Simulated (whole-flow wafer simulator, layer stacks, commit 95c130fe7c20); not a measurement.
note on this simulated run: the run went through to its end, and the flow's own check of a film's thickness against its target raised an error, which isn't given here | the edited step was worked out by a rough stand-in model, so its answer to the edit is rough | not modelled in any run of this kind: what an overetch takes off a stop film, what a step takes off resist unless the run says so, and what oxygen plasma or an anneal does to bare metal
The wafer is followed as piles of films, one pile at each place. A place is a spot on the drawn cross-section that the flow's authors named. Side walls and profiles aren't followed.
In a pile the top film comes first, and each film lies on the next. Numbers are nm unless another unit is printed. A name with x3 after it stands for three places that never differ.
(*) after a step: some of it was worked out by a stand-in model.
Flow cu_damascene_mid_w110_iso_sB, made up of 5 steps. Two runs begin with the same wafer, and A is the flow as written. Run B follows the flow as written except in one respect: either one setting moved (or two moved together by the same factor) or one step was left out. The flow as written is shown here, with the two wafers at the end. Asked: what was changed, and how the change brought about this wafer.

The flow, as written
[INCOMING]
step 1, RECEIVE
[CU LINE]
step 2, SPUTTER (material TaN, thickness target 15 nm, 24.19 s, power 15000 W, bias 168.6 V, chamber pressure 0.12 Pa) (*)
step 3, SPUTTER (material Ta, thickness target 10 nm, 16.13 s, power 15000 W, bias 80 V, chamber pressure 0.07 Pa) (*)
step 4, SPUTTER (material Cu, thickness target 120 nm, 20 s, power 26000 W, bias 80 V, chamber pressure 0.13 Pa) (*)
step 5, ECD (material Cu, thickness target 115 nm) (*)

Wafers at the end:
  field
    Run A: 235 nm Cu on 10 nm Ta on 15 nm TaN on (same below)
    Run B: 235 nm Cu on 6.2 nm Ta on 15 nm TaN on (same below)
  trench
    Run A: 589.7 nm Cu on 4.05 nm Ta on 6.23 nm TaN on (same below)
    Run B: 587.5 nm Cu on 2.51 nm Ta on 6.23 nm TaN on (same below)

Cause: step 3, SPUTTER: thickness target 6.2 nm was run, while the flow as written has thickness target 10 nm; step 3, SPUTTER: 10.08 s was run, where the flow has 16.13 s.
The wafer itself shows it: field has Ta 6.2, and step 3 as written asks for 10 nm.

Step by step, how the change led to this:
  step 3, SPUTTER (material Ta, thickness target 10 nm, 16.13 s, power 15000 W, bias 80 V, chamber pressure 0.07 Pa) (*)
      field: A +10 Ta (new film) | B +6.2 Ta (new film)
      trench: A +4.05 Ta (new film) | B +2.51 Ta (new film)
